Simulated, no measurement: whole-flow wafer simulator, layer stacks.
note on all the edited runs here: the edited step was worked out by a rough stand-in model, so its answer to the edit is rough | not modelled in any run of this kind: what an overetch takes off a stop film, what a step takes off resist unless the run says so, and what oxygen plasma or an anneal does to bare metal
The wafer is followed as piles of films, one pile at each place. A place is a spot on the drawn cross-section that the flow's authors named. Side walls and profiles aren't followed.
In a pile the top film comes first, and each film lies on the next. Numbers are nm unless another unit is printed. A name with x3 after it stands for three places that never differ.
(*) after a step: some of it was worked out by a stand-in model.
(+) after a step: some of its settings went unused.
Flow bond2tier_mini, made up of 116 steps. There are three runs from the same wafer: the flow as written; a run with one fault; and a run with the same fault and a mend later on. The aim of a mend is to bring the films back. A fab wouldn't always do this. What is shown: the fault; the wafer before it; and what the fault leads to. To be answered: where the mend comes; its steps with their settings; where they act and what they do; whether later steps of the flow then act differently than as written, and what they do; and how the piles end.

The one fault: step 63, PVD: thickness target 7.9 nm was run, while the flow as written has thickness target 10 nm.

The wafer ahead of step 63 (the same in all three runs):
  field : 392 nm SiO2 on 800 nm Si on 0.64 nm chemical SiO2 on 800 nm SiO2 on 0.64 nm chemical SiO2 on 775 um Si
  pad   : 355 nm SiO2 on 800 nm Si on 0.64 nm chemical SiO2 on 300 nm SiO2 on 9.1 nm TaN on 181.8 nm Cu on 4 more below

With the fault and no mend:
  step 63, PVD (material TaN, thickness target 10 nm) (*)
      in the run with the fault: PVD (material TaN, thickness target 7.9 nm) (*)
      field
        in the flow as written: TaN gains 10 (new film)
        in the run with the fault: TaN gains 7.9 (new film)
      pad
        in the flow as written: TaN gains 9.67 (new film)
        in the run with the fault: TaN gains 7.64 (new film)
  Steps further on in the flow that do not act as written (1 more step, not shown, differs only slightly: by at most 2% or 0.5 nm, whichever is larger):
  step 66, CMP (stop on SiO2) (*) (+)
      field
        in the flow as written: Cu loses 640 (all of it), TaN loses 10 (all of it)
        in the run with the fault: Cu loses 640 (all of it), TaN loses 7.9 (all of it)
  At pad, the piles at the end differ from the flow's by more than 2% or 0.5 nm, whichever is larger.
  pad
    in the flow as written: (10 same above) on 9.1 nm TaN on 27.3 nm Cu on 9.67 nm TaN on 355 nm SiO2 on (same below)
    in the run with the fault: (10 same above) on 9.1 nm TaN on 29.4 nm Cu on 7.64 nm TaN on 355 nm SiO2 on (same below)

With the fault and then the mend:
  The mend follows step 63.
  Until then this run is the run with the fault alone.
  step 63a, PVD (material TaN, thickness target 2.1 nm) (*) (the flow's step 63 again, with other settings)
      field
        TaN gains 2.1
      pad
        TaN gains 2.03
  Later steps of the flow that are run all act as written at every place that is followed.
  By the end, the piles equal the flow's at every place that both follow.
